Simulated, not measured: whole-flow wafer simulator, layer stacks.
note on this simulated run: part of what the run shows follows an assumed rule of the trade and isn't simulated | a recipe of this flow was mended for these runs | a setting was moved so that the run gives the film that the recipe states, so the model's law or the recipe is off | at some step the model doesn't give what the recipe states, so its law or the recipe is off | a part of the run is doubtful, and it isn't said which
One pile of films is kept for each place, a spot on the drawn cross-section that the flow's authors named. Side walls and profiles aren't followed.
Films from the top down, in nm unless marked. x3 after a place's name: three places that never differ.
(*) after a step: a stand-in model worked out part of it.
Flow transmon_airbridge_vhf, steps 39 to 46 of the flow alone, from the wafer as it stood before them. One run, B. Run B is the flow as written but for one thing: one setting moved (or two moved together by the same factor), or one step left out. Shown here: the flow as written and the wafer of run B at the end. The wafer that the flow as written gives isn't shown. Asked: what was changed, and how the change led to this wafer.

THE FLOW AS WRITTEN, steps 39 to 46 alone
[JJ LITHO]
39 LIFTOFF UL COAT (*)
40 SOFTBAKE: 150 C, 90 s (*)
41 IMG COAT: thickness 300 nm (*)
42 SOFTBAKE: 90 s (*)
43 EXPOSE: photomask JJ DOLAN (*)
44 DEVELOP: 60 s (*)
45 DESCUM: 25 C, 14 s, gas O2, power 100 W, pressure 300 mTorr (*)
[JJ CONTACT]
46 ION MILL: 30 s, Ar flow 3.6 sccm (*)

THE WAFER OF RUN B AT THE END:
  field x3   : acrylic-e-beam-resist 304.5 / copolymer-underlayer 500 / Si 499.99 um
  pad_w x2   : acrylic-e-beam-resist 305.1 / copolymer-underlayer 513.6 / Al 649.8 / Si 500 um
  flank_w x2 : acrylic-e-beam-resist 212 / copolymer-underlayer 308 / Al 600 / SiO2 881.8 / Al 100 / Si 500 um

The cause: step 41, IMG COAT: thickness 336 nm was run, where the flow has thickness 300 nm.

How the change led to this, step by step:
  41 IMG COAT: thickness 300 nm (*)
      field x3, jj_line, ground_far x3: acrylic-e-beam-resist +336 (new film) (as written it would be: acrylic-e-beam-resist +300 (new film))
      pad_w x2: acrylic-e-beam-resist +336.6 (new film) (as written it would be: acrylic-e-beam-resist +300.2 (new film))
      (and at 8 more places)
  44 DEVELOP: 60 s (*)
      jj_line: acrylic-e-beam-resist -336 (all of it), copolymer-underlayer -500 (all of it) (as written it would be: acrylic-e-beam-resist -300 (all of it), copolymer-underlayer -500 (all of it))
